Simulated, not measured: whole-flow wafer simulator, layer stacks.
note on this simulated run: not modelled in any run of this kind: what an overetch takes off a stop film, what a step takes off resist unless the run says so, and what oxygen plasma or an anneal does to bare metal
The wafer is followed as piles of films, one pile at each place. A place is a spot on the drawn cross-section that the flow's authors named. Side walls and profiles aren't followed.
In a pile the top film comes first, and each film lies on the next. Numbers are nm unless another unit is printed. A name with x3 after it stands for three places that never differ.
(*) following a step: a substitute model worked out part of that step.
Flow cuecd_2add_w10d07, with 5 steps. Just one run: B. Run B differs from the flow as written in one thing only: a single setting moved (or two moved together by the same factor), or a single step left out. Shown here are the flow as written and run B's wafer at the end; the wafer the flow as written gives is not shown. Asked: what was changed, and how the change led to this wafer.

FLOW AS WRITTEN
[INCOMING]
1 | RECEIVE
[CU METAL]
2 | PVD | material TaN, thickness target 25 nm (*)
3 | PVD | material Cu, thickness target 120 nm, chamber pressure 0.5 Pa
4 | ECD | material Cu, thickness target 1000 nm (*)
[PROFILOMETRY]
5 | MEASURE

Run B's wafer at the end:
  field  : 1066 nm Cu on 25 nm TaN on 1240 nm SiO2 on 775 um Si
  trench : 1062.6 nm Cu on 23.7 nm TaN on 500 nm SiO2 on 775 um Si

Cause: step 3, PVD: thickness target 66 nm was run, whereas the flow has thickness target 120 nm.

How this came from the change, step by step:
  3 | PVD | material Cu, thickness target 120 nm, chamber pressure 0.5 Pa
      field: Cu gains 66 (new film) (as written it would have been: Cu gains 120 (new film))
      trench: Cu gains 62.6 (new film) (as written it would have been: Cu gains 114 (new film))
